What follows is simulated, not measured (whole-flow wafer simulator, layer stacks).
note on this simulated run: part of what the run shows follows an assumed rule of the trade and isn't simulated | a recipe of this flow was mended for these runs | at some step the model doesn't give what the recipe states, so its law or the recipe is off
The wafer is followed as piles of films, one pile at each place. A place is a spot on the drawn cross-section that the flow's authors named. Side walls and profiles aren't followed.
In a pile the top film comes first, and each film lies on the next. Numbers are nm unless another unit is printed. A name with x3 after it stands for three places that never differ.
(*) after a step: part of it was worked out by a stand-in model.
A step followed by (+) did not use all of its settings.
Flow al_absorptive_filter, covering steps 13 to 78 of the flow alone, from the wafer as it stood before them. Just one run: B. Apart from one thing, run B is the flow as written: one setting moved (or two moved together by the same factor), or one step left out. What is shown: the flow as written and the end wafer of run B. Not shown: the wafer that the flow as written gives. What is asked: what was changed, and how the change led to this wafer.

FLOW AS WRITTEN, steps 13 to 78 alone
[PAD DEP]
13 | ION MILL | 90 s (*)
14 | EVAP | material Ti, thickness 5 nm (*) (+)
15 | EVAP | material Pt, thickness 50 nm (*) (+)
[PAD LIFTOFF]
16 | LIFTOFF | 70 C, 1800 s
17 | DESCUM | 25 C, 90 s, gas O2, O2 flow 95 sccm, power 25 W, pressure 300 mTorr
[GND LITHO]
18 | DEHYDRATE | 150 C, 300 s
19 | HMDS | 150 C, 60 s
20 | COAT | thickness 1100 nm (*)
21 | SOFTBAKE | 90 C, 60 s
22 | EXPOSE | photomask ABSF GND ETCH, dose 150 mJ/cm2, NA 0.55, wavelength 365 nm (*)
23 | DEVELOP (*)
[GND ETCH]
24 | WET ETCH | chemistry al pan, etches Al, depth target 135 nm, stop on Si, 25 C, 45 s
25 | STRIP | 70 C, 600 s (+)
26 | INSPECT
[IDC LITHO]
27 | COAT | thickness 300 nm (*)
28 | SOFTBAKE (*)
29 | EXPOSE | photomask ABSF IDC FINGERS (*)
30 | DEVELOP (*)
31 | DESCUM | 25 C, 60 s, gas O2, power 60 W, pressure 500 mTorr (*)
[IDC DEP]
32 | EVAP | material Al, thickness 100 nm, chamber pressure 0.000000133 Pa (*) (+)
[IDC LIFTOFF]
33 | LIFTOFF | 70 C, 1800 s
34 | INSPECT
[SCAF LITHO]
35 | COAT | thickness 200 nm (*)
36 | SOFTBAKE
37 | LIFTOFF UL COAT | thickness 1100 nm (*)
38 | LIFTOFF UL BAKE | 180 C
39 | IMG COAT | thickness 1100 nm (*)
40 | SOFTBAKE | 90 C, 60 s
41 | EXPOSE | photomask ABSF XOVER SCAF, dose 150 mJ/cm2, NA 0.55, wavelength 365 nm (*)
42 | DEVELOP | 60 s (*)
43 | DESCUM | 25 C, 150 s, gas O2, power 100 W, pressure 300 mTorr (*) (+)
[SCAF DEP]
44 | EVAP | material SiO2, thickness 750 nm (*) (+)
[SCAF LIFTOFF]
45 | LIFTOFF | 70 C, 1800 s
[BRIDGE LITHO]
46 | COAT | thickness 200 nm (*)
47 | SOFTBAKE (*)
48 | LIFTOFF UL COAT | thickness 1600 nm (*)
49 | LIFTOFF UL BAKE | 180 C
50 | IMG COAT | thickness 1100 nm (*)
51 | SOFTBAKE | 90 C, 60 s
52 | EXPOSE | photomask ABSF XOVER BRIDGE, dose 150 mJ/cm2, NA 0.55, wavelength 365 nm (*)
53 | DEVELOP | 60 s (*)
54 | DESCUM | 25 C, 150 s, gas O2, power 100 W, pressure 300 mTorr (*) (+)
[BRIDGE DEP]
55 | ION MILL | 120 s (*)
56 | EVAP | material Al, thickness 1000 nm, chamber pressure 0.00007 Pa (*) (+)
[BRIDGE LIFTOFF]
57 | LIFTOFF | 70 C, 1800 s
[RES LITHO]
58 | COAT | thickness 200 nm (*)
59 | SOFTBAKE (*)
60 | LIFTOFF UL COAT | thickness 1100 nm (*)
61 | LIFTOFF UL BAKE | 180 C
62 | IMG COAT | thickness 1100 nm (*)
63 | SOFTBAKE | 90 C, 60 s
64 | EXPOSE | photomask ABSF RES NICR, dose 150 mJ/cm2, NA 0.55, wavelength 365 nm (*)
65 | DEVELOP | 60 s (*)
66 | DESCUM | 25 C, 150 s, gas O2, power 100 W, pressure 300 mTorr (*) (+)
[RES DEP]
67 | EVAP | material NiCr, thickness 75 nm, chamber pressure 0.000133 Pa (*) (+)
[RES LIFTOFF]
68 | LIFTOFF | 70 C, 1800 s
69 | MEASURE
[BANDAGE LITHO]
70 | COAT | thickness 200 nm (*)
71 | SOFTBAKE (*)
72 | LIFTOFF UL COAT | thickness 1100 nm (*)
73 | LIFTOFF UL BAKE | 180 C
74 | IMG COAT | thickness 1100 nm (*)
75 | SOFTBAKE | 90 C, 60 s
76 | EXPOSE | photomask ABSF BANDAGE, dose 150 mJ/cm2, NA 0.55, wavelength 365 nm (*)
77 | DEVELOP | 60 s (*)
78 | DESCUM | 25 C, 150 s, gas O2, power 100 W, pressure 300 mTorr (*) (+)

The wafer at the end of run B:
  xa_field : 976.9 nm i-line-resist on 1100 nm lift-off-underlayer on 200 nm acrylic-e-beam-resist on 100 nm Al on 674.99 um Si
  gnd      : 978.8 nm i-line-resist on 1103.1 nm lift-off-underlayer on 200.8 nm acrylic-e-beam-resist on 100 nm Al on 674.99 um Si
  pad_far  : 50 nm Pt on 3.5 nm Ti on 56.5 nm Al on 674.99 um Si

What caused this: step 14, EVAP: thickness 3.5 nm was run, while the flow as written has thickness 5 nm.
One can read it off the wafer: pad_far has Ti 3.5, and step 14 as written asks for 5 nm.

Step by step, how the change led to this:
  14 | EVAP | material Ti, thickness 5 nm (*) (+)
      gnd, pad_far, pad_near and 11 more: +3.5 Ti (new film) (as written it would have been: +5 Ti (new film))
  16 | LIFTOFF | 70 C, 1800 s
      gnd, ledge, res and 9 more: -50 Pt (all of it), -3.5 Ti (all of it), -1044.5 i-line-resist (all of it), -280 lift-off-underlayer (all of it) (as written it would have been: -50 Pt (all of it), -5 Ti (all of it), -1044.5 i-line-resist (all of it), -280 lift-off-underlayer (all of it))
